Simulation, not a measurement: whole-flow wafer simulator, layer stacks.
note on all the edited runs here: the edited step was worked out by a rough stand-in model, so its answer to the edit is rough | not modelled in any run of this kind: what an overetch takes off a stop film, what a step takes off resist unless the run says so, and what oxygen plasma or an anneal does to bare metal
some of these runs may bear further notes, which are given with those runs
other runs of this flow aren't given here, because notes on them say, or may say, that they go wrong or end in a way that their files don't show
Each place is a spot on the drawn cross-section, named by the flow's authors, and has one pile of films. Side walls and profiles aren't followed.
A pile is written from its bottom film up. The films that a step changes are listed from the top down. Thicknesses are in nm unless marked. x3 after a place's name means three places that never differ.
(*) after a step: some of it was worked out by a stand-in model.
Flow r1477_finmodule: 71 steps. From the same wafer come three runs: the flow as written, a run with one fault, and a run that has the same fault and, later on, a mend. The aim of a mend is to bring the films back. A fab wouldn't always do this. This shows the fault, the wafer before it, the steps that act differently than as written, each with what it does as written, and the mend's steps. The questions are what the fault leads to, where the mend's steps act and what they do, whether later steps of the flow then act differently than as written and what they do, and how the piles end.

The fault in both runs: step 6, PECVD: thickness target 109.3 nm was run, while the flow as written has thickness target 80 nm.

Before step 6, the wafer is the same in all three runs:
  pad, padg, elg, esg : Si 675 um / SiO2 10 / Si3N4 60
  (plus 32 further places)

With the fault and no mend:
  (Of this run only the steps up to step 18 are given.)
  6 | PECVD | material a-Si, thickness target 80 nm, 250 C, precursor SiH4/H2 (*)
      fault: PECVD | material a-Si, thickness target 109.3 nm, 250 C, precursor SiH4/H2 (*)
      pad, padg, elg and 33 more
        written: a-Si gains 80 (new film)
        fault: a-Si gains 109.3 (new film)
  Steps further on in the flow that do not act as written:
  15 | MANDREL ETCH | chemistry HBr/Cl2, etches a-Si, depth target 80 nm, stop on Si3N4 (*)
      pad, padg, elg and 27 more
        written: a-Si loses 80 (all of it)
        fault: a-Si loses 80
  Once step 18 is done, the piles at pad, padg, elg and 33 more depart from the flow's by more than 2% or 0.5 nm, whichever is larger.
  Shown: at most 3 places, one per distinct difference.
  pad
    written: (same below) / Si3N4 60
    fault: (same below) / Si3N4 60 / a-Si 29.3
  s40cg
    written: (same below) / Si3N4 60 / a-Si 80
    fault: (same below) / Si3N4 60 / a-Si 109.3

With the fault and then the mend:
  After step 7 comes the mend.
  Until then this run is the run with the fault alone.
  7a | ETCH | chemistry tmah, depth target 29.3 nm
      pad, padg, elg and 33 more
        a-Si loses 29.3
  None of the later steps of the flow acts differently than as written at any place that is followed.
  By the end, the piles equal the flow's at every place that both follow.
